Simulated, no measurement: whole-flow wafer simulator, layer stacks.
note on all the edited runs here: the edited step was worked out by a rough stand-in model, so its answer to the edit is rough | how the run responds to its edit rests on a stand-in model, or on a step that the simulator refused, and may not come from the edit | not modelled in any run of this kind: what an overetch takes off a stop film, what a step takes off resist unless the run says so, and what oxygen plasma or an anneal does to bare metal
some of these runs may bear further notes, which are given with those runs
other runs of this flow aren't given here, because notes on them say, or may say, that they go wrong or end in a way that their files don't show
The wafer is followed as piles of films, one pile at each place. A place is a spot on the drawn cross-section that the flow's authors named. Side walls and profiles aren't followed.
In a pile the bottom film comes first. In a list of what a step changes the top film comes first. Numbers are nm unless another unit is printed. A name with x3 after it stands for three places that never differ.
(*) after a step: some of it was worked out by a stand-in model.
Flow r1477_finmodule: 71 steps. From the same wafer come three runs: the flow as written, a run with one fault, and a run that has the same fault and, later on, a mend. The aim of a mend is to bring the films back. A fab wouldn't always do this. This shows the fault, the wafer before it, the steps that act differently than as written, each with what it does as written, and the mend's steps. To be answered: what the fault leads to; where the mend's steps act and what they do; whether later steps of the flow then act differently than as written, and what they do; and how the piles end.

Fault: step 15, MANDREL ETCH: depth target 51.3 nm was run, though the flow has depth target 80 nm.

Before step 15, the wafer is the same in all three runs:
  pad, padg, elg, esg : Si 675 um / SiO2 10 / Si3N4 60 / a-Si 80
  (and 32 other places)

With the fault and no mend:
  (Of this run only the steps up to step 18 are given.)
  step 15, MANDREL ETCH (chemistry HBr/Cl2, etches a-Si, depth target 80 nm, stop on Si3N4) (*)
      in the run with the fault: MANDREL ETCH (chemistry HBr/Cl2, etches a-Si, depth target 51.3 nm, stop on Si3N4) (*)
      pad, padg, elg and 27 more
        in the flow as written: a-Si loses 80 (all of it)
        in the run with the fault: a-Si loses 51.3
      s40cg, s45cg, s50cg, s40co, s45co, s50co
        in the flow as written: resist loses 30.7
        in the run with the fault: resist loses 19.7
  Steps further on in the flow that do not act as written:
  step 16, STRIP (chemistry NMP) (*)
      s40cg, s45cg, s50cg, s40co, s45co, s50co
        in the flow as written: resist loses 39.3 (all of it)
        in the run with the fault: resist loses 50.3 (all of it)
  After step 18, at pad, padg, elg and 27 more, the piles differ from the flow's by more than 2% or 0.5 nm, whichever is larger.
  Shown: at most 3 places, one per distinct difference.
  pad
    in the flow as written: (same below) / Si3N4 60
    in the run with the fault: (same below) / Si3N4 60 / a-Si 28.7

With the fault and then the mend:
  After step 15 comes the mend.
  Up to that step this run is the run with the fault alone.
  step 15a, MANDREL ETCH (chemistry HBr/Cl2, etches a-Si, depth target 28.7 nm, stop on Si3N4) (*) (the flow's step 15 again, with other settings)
      pad, padg, elg and 27 more
        a-Si loses 28.7 (all of it)
      s40cg, s45cg, s50cg, s40co, s45co, s50co
        resist loses 11
  Later steps of the flow that are run all act as written at every place that is followed.
  The piles end the same as the flow's at every place that both follow.
